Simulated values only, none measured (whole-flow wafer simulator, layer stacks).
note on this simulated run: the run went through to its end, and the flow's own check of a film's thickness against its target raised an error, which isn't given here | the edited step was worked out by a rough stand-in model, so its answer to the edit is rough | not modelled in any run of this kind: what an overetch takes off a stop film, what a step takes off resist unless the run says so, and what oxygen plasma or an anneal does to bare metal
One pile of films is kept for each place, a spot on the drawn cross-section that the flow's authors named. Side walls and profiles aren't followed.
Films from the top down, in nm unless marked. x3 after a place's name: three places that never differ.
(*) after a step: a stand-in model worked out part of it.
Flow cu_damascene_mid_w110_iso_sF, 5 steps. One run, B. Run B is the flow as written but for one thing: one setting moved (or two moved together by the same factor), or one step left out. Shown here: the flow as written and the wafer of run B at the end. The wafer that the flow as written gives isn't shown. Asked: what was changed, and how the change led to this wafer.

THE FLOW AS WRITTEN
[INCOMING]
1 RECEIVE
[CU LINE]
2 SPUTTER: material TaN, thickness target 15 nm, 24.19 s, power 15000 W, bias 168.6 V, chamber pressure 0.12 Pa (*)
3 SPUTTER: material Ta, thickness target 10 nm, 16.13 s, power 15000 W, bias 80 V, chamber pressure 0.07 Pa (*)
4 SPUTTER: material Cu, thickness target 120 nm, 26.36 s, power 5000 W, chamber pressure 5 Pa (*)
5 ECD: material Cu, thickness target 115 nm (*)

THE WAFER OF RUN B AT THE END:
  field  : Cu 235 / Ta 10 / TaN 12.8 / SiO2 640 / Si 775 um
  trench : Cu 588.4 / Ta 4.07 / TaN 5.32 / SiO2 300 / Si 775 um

The cause: step 2, SPUTTER: thickness target 12.8 nm was run, where the flow has thickness target 15 nm; step 2, SPUTTER: 20.56 s was run, where the flow has 24.19 s.
It can be read off the wafer: field has TaN 12.8, and step 2 as written asks for 15 nm.

How the change led to this, step by step:
  2 SPUTTER: material TaN, thickness target 15 nm, 24.19 s, power 15000 W, bias 168.6 V, chamber pressure 0.12 Pa (*)
      field: TaN +12.8 (new film) (as written it would be: TaN +15 (new film))
      trench: TaN +5.32 (new film) (as written it would be: TaN +6.23 (new film))
